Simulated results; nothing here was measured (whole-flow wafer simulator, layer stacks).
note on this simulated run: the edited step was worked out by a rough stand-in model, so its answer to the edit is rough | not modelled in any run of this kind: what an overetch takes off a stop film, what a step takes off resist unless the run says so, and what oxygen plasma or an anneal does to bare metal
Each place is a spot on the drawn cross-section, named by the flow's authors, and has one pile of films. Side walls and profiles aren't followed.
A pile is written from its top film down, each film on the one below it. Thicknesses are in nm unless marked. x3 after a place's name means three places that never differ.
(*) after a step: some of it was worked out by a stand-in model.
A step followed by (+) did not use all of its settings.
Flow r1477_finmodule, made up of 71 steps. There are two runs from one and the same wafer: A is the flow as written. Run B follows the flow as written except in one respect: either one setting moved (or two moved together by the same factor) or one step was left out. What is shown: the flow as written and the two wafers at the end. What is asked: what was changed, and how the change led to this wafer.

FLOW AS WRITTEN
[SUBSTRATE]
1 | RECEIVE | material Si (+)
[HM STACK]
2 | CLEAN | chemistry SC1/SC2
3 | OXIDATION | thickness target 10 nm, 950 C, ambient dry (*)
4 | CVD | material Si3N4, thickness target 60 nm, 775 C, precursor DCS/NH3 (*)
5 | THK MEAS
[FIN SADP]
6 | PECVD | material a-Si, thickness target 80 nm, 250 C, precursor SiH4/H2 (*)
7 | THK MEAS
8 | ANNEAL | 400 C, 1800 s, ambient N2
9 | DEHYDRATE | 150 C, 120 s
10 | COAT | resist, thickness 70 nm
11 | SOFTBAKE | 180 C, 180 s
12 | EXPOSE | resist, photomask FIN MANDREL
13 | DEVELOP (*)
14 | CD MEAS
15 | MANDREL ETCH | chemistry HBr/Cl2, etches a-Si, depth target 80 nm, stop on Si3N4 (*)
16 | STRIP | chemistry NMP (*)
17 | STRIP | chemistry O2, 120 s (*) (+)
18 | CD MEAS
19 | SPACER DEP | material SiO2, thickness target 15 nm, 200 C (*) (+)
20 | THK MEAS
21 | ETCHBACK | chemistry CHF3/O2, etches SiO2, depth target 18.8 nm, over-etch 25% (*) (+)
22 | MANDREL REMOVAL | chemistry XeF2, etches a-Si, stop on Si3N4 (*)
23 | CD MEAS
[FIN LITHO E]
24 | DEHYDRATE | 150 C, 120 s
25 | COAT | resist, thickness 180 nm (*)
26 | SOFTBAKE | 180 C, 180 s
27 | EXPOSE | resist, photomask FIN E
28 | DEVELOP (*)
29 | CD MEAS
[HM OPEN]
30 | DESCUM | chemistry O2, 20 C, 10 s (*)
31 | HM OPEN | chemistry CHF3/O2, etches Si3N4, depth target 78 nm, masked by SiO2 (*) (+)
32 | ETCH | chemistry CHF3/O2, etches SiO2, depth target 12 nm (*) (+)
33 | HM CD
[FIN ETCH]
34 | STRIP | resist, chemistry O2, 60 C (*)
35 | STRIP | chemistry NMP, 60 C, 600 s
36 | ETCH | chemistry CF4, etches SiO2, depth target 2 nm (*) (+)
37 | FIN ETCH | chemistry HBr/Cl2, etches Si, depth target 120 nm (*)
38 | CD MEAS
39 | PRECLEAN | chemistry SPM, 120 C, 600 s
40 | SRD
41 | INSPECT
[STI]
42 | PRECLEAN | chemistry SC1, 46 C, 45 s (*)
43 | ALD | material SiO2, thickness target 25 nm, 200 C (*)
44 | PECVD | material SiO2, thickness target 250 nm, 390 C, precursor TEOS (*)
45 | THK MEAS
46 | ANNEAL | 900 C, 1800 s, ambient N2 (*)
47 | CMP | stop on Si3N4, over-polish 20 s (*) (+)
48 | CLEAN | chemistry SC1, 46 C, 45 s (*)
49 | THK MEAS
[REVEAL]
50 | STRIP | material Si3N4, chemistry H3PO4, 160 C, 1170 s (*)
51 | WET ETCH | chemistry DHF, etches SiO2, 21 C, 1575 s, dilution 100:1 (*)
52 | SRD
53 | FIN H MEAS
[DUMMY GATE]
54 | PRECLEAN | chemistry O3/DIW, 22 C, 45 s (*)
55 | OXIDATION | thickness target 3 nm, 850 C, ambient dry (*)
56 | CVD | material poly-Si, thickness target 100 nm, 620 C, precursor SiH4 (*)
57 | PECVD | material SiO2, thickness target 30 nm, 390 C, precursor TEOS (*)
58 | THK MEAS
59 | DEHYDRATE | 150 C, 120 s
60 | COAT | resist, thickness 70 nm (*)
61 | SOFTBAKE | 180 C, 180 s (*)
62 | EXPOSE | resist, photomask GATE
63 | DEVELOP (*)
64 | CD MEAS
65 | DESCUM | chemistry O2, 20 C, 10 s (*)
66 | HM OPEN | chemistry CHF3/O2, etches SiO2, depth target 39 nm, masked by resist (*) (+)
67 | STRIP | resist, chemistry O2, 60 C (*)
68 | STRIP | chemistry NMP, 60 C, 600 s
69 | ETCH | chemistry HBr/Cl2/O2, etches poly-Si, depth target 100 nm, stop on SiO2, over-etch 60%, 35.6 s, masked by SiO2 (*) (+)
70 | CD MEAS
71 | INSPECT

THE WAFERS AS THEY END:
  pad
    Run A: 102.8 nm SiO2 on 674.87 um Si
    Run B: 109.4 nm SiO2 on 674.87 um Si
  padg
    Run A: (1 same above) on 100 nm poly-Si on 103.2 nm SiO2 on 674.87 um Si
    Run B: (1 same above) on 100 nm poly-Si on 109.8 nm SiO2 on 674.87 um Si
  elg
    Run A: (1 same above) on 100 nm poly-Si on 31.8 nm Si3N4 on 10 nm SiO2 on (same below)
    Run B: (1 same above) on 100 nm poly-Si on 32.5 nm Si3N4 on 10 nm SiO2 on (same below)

What caused this: step 51, WET ETCH: 19.05 C was run, while the flow as written has 21 C.

The path from the change to this, step by step:
  51 | WET ETCH | chemistry DHF, etches SiO2, 21 C, 1575 s, dilution 100:1 (*)
      pad, padg, e40sg and 12 more: A -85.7 SiO2 | B -79.1 SiO2
      elg, e40lg, e100lg, e200lg, elo, e40lo, e100lo, e200lo: A -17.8 SiO2 (all of it), -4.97 Si3N4 | B -17.8 SiO2 (all of it), -4.25 Si3N4
      (and at 7 other places as well)
  56 | CVD | material poly-Si, thickness target 100 nm, 620 C, precursor SiH4 (*)
      s40cg, s40co: A +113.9 poly-Si (new film) | B +107.8 poly-Si (new film)
      s45cg, s45co: A +113.4 poly-Si (new film) | B +107.3 poly-Si (new film)
      (and at 3 other places as well)
  60 | COAT | resist, thickness 70 nm (*)
      e40sg, eso, e40so: A +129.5 resist (new film) | B +123.9 resist (new film)
      e100sg, e100so: A +129.4 resist (new film) | B +123.9 resist (new film)
      (and at 8 other places as well)
  63 | DEVELOP (*)
      eso, e40so: A -129.5 resist (all of it) | B -123.9 resist (all of it)
      e100so: A -129.4 resist (all of it) | B -123.9 resist (all of it)
      (and at 4 other places as well)
  67 | STRIP | resist, chemistry O2, 60 C (*)
      e40sg: A -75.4 resist (all of it) | B -69.8 resist (all of it)
      e100sg: A -75.3 resist (all of it) | B -69.8 resist (all of it)
      (and at 4 other places as well)
  69 | ETCH | chemistry HBr/Cl2/O2, etches poly-Si, depth target 100 nm, stop on SiO2, over-etch 60%, 35.6 s, masked by SiO2 (*) (+)
      s40co: A -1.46 chemical SiO2 (all of it), -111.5 poly-Si (all of it), -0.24 SiO2 | B -1.43 chemical SiO2 (all of it), -105.4 poly-Si (all of it), -0.27 SiO2
      s45co: A -1.46 chemical SiO2 (all of it), -110.9 poly-Si (all of it), -0.25 SiO2 | B -1.43 chemical SiO2 (all of it), -104.9 poly-Si (all of it), -0.28 SiO2
      (and at 1 other place as well)
